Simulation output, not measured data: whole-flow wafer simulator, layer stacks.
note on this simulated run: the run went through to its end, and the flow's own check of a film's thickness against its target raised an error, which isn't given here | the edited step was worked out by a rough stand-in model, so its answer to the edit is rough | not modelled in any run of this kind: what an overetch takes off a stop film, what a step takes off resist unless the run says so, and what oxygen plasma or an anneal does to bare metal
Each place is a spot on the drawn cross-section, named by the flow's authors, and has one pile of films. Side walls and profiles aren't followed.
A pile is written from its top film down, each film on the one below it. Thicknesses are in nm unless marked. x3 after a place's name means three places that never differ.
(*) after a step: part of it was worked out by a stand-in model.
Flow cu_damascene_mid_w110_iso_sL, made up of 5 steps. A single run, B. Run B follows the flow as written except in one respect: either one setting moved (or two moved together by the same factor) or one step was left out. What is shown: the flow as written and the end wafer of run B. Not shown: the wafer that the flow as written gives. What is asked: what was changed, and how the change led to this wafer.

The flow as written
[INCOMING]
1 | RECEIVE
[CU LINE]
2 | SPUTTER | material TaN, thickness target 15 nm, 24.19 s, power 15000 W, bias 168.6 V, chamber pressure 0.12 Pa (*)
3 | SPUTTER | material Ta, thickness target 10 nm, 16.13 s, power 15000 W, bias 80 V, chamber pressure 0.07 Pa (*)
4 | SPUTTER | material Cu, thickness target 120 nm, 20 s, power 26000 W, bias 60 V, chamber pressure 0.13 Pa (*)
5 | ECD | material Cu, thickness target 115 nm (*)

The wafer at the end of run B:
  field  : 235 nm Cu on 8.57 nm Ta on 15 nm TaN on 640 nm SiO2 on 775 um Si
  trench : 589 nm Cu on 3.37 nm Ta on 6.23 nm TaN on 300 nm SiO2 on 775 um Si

The reason: step 3, SPUTTER: power 12860 W was run, whereas the flow has power 15000 W.

How this came from the change, step by step:
  3 | SPUTTER | material Ta, thickness target 10 nm, 16.13 s, power 15000 W, bias 80 V, chamber pressure 0.07 Pa (*)
      field: +8.57 Ta (new film) (in the flow as written it would be: +10 Ta (new film))
      trench: +3.37 Ta (new film) (in the flow as written it would be: +4.05 Ta (new film))
